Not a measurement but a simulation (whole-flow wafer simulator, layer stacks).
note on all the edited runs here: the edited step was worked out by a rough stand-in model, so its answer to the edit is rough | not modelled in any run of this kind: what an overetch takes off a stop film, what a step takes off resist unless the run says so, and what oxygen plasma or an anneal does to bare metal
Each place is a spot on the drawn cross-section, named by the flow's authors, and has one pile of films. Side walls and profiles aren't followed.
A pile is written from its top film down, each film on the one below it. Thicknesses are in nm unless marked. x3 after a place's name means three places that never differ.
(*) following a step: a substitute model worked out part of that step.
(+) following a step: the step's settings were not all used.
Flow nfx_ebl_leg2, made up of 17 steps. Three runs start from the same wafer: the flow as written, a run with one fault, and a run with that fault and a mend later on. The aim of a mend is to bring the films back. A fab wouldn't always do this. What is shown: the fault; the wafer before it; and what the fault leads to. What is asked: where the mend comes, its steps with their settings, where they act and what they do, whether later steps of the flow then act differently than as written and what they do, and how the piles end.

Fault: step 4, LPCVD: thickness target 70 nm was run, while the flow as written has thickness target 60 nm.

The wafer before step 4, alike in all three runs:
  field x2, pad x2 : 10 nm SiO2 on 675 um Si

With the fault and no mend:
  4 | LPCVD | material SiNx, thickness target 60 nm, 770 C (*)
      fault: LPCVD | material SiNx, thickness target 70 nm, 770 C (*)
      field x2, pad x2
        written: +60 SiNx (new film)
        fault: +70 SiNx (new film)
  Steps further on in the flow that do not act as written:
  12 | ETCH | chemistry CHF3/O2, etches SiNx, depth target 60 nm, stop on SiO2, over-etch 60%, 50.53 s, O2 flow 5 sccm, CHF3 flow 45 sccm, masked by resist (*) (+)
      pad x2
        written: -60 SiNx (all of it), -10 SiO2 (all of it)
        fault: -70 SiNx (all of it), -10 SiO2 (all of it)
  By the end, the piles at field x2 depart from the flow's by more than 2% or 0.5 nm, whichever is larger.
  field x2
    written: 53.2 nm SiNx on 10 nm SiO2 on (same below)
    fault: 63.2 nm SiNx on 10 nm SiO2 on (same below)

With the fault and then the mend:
  The mend follows step 5.
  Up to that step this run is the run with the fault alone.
  5a | ETCH | chemistry h3po4, depth target 10 nm
      field x2, pad x2
        -10 SiNx
  Later steps of the flow that are run all act as written at every place that is followed.
  At every place that both follow, the piles at the end match the flow's.
